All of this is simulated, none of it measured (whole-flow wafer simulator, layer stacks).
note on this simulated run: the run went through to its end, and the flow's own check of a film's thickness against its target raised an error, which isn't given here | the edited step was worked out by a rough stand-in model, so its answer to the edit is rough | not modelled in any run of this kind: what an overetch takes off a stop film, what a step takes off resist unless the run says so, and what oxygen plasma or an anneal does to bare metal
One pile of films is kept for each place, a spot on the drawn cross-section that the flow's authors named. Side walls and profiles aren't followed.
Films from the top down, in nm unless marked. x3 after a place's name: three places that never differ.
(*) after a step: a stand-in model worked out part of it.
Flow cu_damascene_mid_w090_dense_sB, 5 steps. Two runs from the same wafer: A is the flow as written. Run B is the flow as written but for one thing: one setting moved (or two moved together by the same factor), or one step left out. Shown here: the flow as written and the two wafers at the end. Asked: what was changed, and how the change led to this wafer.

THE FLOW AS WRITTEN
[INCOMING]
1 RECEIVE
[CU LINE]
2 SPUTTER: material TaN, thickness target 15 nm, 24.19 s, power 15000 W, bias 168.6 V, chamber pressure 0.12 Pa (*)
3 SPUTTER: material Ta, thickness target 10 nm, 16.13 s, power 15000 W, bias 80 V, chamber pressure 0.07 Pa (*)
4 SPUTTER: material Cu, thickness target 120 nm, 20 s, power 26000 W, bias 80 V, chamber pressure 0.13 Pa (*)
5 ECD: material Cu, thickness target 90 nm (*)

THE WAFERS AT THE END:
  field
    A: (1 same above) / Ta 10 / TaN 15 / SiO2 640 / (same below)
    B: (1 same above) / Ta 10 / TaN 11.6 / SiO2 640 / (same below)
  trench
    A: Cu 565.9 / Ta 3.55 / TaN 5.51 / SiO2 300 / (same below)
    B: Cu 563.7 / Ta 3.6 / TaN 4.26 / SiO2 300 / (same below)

The cause: step 2, SPUTTER: power 11600 W was run, where the flow has power 15000 W.

How the change led to this, step by step:
  2 SPUTTER: material TaN, thickness target 15 nm, 24.19 s, power 15000 W, bias 168.6 V, chamber pressure 0.12 Pa (*)
      field: A TaN +15 (new film) | B TaN +11.6 (new film)
      trench: A TaN +5.51 (new film) | B TaN +4.26 (new film)
